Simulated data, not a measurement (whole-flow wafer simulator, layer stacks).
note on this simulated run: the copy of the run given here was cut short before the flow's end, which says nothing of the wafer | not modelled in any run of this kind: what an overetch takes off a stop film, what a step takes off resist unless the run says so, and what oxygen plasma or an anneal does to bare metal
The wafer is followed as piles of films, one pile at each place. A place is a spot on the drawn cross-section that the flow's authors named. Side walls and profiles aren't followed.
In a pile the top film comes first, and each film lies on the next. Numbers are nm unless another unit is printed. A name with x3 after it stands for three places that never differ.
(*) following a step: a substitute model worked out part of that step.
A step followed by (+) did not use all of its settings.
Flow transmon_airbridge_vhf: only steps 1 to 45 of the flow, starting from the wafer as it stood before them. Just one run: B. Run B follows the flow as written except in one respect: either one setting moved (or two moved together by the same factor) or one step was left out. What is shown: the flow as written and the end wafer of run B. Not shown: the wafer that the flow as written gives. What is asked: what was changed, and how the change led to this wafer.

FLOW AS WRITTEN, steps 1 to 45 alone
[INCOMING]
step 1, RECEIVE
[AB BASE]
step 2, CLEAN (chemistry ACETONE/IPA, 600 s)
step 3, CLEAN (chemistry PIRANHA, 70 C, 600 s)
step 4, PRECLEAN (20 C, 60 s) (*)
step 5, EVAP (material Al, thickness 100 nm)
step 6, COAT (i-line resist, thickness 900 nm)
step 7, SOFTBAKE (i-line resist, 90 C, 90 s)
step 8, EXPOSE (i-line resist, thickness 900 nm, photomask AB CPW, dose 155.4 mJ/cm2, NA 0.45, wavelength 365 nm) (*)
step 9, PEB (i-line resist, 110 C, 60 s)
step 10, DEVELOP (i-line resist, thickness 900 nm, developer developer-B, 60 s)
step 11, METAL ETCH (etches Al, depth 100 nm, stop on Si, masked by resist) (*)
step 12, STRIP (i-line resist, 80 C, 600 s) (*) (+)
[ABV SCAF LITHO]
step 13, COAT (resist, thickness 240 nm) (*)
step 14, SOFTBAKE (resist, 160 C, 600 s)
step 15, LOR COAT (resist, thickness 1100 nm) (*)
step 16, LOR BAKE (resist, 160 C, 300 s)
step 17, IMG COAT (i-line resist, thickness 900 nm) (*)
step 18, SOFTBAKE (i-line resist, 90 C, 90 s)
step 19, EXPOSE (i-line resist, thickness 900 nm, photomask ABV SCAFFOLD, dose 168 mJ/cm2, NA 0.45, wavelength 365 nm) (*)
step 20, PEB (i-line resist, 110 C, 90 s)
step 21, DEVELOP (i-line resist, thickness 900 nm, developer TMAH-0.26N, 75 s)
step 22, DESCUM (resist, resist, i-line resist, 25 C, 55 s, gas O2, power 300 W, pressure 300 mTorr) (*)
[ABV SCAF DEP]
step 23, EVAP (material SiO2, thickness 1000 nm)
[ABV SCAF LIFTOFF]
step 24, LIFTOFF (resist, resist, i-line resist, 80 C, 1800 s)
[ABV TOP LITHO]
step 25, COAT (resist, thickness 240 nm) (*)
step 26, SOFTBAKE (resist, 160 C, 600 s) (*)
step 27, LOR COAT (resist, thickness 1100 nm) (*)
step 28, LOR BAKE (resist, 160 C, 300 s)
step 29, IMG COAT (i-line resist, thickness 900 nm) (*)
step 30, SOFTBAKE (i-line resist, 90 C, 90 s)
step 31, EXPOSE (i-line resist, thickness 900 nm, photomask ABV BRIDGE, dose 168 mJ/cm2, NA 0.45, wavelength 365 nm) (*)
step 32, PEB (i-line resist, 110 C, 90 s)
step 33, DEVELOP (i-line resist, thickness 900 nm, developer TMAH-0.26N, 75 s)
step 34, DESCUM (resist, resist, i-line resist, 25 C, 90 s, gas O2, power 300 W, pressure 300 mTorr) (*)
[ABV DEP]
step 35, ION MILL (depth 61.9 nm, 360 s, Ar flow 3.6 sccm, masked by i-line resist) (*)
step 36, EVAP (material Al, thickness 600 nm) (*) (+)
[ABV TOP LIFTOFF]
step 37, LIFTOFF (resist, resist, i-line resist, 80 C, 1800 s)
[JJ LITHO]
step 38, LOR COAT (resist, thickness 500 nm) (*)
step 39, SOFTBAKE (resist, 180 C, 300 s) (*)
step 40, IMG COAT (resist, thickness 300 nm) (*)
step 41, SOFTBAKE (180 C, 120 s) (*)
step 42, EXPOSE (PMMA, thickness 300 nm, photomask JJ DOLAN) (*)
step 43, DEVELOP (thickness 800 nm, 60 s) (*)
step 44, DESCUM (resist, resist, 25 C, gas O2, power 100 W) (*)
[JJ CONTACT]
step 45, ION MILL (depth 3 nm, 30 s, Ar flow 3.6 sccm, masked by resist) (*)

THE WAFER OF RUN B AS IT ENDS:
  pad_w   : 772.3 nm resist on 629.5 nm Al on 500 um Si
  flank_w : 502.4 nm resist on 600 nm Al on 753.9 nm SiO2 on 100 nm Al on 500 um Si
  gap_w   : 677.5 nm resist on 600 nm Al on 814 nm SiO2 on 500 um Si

What caused this: step 23, EVAP: thickness 850 nm was run, while the flow as written has thickness 1000 nm.

The path from the change to this, step by step:
  step 23, EVAP (material SiO2, thickness 1000 nm)
      field x3, jj_line, ground_far and 10 more: +850 SiO2 (new film) (it would be, as written: +1000 SiO2 (new film))
      flank_w, flank_e: +789.9 SiO2 (new film) (it would be, as written: +929.3 SiO2 (new film))
  step 24, LIFTOFF (resist, resist, i-line resist, 80 C, 1800 s)
      field x3, jj_line, trace_open_s x2: -850 SiO2 (all of it), -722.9 i-line resist (all of it), -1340 resist (all of it) (it would be, as written: -1000 SiO2 (all of it), -722.9 i-line resist (all of it), -1340 resist (all of it))
      pad_w, pad_e: -850 SiO2 (all of it), -718 i-line resist (all of it), -1330.2 resist (all of it) (it would be, as written: -1000 SiO2 (all of it), -718 i-line resist (all of it), -1330.2 resist (all of it))
      (also at 1 further place)
  step 25, COAT (resist, thickness 240 nm) (*)
      flank_w, flank_e: +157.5 resist (new film) (it would be, as written: +152.6 resist (new film))
      gap_w, gap_e: +217.2 resist (new film) (it would be, as written: +210.7 resist (new film))
      (also at 6 further places)
  step 27, LOR COAT (resist, thickness 1100 nm) (*)
      gap_w, gap_e: +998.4 resist (it would be, as written: +977.8 resist)
      margin_s, margin_n: +859.3 resist (it would be, as written: +823.4 resist)
      (also at 3 further places)
  step 29, IMG COAT (i-line resist, thickness 900 nm) (*)
      gap_w, gap_e: +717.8 i-line resist (new film) (it would be, as written: +681.7 i-line resist (new film))
      margin_s, margin_n: +650.8 i-line resist (new film) (it would be, as written: +603.2 i-line resist (new film))
      (also at 4 further places)
  step 32, PEB (i-line resist, 110 C, 90 s)
      flank_w, flank_e: -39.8 i-line resist (it would be, as written: -38.3 i-line resist)
      gap_w, gap_e: -36.6 i-line resist (it would be, as written: -34.7 i-line resist)
      (also at 5 further places)
  step 33, DEVELOP (i-line resist, thickness 900 nm, developer TMAH-0.26N, 75 s)
      gap_w, gap_e: -681.2 i-line resist (all of it), -998.4 resist (it would be, as written: -646.9 i-line resist (all of it), -977.8 resist)
      flank_w: -738.5 i-line resist (all of it), -859.5 resist (it would be, as written: -710.9 i-line resist (all of it), -822.6 resist)
      (also at 3 further places)
  step 34, DESCUM (resist, resist, i-line resist, 25 C, 90 s, gas O2, power 300 W, pressure 300 mTorr) (*)
      flank_w, flank_e: -157.5 resist (all of it) (it would be, as written: -152.6 resist (all of it))
      gap_w, gap_e: -217.2 resist (all of it) (it would be, as written: -210.7 resist (all of it))
      (also at 4 further places)
  step 37, LIFTOFF (resist, resist, i-line resist, 80 C, 1800 s)
      margin_s, margin_n: -600 Al (all of it), -363.4 i-line resist (all of it), -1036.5 resist (all of it) (it would be, as written: -600 Al (all of it), -318.3 i-line resist (all of it), -992 resist (all of it))
      ground_far: -600 Al (all of it), -699.2 i-line resist (all of it), -1380 resist (all of it) (it would be, as written: -600 Al (all of it), -717.9 i-line resist (all of it), -1384.9 resist (all of it))
  step 38, LOR COAT (resist, thickness 500 nm) (*)
      flank_w, flank_e: +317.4 resist (new film) (it would be, as written: +306.5 resist (new film))
      margin_s, margin_n: +456.7 resist (new film) (it would be, as written: +445.3 resist (new film))
  step 40, IMG COAT (resist, thickness 300 nm) (*)
      flank_w, flank_e: +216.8 resist (it would be, as written: +212.1 resist)
      gap_w, gap_e: +252.1 resist (it would be, as written: +245.7 resist)
      (also at 4 further places)
